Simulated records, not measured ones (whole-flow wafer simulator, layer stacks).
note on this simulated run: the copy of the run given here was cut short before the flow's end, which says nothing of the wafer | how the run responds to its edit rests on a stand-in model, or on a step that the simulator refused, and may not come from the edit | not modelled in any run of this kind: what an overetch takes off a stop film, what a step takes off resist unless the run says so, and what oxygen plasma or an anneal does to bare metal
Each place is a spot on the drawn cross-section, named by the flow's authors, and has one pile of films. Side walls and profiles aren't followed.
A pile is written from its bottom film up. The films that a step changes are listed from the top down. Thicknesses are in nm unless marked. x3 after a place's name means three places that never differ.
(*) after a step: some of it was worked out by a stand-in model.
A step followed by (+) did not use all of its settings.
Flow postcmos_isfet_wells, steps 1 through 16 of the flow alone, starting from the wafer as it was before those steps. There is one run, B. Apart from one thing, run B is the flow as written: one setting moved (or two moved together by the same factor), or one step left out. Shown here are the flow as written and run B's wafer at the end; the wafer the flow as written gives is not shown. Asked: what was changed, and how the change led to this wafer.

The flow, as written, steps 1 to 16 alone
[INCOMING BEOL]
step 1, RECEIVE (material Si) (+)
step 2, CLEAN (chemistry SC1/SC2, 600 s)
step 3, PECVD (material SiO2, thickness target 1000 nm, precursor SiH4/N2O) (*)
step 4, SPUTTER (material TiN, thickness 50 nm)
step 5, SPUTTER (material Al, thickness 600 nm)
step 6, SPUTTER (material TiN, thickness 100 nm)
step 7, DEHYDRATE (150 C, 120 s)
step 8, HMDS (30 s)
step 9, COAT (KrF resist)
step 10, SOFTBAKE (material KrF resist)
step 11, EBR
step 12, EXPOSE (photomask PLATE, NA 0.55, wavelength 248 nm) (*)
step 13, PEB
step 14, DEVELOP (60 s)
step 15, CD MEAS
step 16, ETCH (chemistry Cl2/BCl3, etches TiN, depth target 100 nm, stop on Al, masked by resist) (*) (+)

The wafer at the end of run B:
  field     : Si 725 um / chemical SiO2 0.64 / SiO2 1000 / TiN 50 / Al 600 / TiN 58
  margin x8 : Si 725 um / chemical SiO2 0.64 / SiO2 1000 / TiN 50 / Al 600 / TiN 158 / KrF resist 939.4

The reason: step 6, SPUTTER: thickness 158 nm was run, while the flow as written has thickness 100 nm.
The wafer lets one read it off: margin x8 has TiN 158, and step 6 as written asks for 100 nm.

The path from the change to this, step by step:
  step 6, SPUTTER (material TiN, thickness 100 nm)
      field, margin x8: TiN gains 158 (new film) (it would be, as written: TiN gains 100 (new film))
  step 16, ETCH (chemistry Cl2/BCl3, etches TiN, depth target 100 nm, stop on Al, masked by resist) (*) (+)
      field: TiN loses 100 (it would be, as written: TiN loses 100 (all of it))
